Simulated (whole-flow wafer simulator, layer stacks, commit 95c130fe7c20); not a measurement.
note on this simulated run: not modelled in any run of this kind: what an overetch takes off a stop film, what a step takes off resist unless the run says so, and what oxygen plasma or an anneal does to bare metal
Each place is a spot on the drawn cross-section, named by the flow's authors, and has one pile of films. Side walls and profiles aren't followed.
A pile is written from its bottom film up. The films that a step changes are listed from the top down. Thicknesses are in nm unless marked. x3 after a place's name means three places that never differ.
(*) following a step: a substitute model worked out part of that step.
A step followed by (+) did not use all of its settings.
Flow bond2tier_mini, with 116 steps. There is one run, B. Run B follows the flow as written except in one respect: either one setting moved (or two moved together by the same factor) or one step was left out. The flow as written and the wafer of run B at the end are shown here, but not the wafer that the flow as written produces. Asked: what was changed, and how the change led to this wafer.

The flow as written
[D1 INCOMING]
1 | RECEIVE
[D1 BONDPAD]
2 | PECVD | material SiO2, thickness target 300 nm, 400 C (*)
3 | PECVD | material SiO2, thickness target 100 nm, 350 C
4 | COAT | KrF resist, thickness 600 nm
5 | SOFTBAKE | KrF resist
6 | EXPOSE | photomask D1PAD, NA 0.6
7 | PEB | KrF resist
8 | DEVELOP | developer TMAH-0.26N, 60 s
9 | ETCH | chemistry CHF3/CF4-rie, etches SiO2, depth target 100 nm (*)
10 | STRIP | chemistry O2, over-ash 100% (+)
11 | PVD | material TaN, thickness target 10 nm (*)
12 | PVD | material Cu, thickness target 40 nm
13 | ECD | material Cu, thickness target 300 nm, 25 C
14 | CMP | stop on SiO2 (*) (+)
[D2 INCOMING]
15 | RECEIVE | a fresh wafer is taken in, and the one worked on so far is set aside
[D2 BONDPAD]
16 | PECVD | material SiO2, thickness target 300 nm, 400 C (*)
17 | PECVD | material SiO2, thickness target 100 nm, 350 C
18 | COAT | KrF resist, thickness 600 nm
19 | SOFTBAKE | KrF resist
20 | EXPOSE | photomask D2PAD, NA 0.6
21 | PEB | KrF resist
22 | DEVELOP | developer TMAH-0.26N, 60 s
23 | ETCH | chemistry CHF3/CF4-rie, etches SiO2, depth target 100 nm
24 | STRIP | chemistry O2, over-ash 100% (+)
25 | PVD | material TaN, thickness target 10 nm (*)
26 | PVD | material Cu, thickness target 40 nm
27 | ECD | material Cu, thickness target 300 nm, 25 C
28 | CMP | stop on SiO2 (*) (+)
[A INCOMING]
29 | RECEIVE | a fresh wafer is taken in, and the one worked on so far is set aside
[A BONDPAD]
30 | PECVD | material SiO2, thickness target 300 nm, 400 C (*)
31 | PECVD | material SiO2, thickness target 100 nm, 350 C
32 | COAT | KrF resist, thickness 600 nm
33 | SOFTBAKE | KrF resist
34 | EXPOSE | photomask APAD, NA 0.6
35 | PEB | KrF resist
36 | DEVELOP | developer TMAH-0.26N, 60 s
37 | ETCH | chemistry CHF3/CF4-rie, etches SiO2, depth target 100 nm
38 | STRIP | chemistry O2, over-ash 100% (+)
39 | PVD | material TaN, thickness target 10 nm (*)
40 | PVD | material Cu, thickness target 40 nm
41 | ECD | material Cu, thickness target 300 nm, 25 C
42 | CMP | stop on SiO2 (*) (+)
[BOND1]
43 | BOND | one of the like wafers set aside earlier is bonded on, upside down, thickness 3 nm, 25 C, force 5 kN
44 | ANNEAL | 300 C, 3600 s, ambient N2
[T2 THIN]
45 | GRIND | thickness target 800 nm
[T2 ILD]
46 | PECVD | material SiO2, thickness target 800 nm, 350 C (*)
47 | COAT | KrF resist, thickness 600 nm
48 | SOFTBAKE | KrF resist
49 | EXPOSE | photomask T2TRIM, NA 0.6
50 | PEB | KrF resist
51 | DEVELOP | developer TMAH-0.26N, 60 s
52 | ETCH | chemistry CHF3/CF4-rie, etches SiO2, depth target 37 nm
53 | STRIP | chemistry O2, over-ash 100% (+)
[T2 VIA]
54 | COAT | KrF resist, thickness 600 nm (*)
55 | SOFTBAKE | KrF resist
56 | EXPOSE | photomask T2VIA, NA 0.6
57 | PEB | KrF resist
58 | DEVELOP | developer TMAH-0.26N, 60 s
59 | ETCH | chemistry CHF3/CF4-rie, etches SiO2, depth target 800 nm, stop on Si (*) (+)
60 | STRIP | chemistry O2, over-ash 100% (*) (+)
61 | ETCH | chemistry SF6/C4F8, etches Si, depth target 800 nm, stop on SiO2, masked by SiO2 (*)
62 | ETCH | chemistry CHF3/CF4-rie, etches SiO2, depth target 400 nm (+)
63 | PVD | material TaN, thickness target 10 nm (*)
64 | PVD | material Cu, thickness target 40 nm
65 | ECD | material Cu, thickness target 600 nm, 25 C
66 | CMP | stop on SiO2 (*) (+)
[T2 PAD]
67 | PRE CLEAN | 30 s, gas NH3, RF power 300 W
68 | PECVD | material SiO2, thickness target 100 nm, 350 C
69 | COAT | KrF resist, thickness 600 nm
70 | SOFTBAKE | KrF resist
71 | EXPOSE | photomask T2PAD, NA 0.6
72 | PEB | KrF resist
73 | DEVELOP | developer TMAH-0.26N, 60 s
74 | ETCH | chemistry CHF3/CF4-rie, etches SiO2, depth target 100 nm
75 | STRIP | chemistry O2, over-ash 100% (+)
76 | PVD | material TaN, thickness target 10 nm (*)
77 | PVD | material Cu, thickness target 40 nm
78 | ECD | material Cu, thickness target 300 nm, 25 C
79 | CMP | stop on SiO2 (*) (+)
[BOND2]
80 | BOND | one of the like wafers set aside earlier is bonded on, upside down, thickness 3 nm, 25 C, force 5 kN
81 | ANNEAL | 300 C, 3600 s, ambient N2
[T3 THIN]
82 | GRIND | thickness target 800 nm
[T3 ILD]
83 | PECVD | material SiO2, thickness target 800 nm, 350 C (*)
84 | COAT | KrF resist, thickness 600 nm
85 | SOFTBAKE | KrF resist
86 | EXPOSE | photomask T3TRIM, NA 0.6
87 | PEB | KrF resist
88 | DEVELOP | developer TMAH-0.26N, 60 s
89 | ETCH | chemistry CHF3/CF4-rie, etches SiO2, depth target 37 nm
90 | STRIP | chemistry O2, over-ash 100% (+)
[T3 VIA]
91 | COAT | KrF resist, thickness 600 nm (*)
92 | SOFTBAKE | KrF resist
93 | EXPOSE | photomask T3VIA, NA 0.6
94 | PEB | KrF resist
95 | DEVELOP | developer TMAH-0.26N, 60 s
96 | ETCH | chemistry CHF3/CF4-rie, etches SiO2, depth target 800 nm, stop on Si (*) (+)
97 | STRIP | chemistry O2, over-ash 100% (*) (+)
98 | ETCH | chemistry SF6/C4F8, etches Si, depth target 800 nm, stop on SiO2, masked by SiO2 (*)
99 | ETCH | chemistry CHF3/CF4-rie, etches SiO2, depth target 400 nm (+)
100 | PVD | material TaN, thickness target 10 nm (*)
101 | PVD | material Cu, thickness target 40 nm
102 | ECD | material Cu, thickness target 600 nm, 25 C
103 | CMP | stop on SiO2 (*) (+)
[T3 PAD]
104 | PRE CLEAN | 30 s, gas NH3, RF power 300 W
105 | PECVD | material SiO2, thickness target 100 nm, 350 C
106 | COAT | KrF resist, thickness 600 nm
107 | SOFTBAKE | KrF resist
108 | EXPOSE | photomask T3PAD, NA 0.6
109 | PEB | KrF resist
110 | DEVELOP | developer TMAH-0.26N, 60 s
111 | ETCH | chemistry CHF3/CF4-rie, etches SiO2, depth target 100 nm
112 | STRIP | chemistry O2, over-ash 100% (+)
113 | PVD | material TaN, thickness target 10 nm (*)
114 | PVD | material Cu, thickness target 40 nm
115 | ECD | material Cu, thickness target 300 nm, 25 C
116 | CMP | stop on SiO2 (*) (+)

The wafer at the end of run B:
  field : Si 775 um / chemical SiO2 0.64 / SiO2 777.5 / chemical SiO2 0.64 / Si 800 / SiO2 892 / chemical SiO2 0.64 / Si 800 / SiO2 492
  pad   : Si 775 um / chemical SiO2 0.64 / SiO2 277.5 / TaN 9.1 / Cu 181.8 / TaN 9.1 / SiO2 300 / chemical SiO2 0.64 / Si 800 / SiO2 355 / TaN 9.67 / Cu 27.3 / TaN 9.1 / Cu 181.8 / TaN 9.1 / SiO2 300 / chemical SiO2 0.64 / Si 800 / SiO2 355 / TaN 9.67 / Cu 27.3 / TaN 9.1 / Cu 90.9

What caused this: step 31, PECVD: thickness target 77.5 nm was run, though the flow has thickness target 100 nm.

How this came from the change, step by step:
  31 | PECVD | material SiO2, thickness target 100 nm, 350 C
      field, pad, via: SiO2 gains 77.5 (in the flow as written it would be: SiO2 gains 100)
